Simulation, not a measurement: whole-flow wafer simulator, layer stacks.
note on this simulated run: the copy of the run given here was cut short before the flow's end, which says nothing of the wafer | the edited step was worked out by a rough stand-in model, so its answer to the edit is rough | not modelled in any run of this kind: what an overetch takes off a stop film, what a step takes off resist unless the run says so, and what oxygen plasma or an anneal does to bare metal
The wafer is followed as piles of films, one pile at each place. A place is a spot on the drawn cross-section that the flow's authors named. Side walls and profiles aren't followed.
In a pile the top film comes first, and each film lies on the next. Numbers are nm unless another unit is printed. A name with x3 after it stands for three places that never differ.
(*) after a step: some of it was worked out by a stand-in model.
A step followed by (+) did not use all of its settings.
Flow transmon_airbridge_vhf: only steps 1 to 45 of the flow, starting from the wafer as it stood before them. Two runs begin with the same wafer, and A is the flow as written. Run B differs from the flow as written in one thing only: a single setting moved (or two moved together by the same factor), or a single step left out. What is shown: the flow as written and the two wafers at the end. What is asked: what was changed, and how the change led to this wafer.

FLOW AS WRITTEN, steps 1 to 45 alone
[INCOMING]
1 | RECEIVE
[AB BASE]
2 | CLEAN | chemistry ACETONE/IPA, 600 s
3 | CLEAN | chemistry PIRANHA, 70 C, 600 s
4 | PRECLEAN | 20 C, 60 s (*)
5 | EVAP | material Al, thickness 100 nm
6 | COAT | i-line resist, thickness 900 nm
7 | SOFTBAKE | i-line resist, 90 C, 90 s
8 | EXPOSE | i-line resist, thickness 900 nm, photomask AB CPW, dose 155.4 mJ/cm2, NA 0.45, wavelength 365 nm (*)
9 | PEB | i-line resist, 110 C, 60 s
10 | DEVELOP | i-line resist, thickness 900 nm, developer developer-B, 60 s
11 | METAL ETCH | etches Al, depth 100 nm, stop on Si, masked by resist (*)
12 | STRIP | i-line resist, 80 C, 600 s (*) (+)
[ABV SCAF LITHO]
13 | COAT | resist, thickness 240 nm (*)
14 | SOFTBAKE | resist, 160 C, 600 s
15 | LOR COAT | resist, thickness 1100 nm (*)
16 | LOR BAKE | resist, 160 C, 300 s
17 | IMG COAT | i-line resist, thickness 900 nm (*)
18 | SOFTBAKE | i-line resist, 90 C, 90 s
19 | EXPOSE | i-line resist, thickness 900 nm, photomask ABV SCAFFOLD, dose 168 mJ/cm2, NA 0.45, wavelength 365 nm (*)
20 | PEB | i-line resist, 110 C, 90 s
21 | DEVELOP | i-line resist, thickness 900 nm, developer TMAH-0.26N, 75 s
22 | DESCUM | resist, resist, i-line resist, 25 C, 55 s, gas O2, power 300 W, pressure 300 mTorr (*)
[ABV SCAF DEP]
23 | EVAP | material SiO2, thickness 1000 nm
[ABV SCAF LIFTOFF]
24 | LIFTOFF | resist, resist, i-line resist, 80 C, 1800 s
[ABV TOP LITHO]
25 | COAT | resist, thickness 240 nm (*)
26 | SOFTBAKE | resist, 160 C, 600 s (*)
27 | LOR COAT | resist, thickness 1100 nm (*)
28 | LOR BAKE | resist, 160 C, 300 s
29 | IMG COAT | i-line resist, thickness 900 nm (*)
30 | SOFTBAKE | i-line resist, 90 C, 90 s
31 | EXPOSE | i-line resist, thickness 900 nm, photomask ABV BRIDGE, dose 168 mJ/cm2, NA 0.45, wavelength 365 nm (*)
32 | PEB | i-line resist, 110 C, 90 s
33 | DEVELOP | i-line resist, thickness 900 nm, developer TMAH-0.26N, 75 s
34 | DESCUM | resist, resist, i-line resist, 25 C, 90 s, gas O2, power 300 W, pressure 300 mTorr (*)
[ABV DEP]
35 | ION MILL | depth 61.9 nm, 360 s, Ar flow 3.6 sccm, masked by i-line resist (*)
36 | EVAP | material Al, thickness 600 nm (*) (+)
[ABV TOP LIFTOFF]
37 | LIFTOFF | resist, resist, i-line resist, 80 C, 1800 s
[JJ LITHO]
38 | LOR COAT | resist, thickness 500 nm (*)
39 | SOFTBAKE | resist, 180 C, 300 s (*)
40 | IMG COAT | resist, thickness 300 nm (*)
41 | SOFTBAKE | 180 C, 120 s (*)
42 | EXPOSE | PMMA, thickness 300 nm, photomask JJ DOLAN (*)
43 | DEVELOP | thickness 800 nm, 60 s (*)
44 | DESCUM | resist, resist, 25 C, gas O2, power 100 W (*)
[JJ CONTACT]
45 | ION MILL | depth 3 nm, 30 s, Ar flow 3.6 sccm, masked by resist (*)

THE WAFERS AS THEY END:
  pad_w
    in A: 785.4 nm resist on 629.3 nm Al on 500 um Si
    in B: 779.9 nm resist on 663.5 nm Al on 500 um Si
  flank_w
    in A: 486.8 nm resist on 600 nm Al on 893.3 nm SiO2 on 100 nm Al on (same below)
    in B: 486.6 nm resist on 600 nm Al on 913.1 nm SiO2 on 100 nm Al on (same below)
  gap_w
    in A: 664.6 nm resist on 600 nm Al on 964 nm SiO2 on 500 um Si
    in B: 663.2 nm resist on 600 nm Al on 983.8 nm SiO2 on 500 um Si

What caused this: step 35, ION MILL: 162 s was run, while the flow as written has 360 s.

How this came from the change, step by step:
  35 | ION MILL | depth 61.9 nm, 360 s, Ar flow 3.6 sccm, masked by i-line resist (*)
      field x3, jj_line, ground_far, trace_open_s x2, margin_s, margin_n: A i-line resist loses 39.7 | B i-line resist loses 17.9
      flank_w, gap_w, cpw_trace, gap_e, flank_e, bridge_strip: A SiO2 loses 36 | B SiO2 loses 16.2
      (as well as at 2 more places)
  37 | LIFTOFF | resist, resist, i-line resist, 80 C, 1800 s
      field x3, jj_line, trace_open_s x2: A Al loses 600 (all of it), i-line resist loses 600 (all of it), resist loses 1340 (all of it) | B Al loses 600 (all of it), i-line resist loses 621.8 (all of it), resist loses 1340 (all of it)
      margin_s, margin_n: A Al loses 600 (all of it), i-line resist loses 318.3 (all of it), resist loses 992 (all of it) | B Al loses 600 (all of it), i-line resist loses 340.1 (all of it), resist loses 992 (all of it)
      (as well as at 1 more place)
